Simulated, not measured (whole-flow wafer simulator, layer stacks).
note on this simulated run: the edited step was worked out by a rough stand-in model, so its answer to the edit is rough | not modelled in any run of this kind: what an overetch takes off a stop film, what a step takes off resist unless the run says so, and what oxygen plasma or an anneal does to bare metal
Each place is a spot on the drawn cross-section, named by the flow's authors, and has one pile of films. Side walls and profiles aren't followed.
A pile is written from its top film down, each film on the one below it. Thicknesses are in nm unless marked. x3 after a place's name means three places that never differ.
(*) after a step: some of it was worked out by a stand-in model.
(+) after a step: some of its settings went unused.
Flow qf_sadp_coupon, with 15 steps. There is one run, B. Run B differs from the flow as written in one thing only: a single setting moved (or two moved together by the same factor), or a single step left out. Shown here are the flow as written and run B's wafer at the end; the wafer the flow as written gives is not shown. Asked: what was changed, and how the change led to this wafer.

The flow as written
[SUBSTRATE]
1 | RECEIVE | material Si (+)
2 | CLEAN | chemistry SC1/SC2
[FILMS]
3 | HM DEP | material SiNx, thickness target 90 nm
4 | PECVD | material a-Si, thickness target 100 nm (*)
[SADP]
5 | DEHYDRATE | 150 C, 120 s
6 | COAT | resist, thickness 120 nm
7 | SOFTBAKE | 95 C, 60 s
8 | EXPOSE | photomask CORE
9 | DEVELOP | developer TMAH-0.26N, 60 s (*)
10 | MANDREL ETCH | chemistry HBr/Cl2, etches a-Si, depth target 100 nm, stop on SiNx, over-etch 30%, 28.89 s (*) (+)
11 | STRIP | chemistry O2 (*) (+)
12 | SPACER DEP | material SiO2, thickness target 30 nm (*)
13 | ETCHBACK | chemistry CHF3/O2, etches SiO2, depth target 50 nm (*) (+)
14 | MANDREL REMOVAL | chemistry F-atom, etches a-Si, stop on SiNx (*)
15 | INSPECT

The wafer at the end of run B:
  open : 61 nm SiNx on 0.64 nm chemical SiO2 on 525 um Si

Cause: step 4, PECVD: thickness target 60 nm was run, whereas the flow has thickness target 100 nm.

How this came from the change, step by step:
  4 | PECVD | material a-Si, thickness target 100 nm (*)
      m, open: +60 a-Si (new film) (it would be, as written: +100 a-Si (new film))
  10 | MANDREL ETCH | chemistry HBr/Cl2, etches a-Si, depth target 100 nm, stop on SiNx, over-etch 30%, 28.89 s (*) (+)
      open: -60 a-Si (all of it), -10 SiNx (it would be, as written: -100 a-Si (all of it), -4.29 SiNx)
  14 | MANDREL REMOVAL | chemistry F-atom, etches a-Si, stop on SiNx (*)
      m: -55.8 a-Si (all of it) (it would be, as written: -95.8 a-Si (all of it))
